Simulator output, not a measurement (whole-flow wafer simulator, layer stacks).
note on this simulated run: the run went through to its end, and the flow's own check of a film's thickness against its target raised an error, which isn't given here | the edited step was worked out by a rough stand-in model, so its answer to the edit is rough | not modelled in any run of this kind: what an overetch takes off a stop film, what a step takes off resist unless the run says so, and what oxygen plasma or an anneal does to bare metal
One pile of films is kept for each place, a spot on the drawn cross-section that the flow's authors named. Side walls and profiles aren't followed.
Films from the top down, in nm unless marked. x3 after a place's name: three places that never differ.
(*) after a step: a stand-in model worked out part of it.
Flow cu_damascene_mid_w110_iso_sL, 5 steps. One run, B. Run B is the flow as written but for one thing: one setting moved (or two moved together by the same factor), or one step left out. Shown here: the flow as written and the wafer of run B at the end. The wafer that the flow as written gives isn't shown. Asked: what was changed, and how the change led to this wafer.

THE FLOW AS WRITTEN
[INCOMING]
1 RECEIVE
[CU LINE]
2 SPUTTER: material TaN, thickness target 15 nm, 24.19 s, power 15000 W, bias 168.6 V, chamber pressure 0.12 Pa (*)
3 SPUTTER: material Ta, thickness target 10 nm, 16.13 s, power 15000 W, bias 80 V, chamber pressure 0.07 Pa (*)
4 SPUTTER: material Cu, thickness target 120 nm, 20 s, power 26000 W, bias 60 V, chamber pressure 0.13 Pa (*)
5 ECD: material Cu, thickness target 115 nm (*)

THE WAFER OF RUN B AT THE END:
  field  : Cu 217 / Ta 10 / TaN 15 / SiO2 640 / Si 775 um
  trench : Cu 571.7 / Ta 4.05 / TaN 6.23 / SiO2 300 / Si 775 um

The cause: step 4, SPUTTER: thickness target 102 nm was run, where the flow has thickness target 120 nm; step 4, SPUTTER: 17 s was run, where the flow has 20 s.

How the change led to this, step by step:
  4 SPUTTER: material Cu, thickness target 120 nm, 20 s, power 26000 W, bias 60 V, chamber pressure 0.13 Pa (*)
      field: Cu +102 (new film) (as written it would be: Cu +120 (new film))
      trench: Cu +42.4 (new film) (as written it would be: Cu +49.9 (new film))
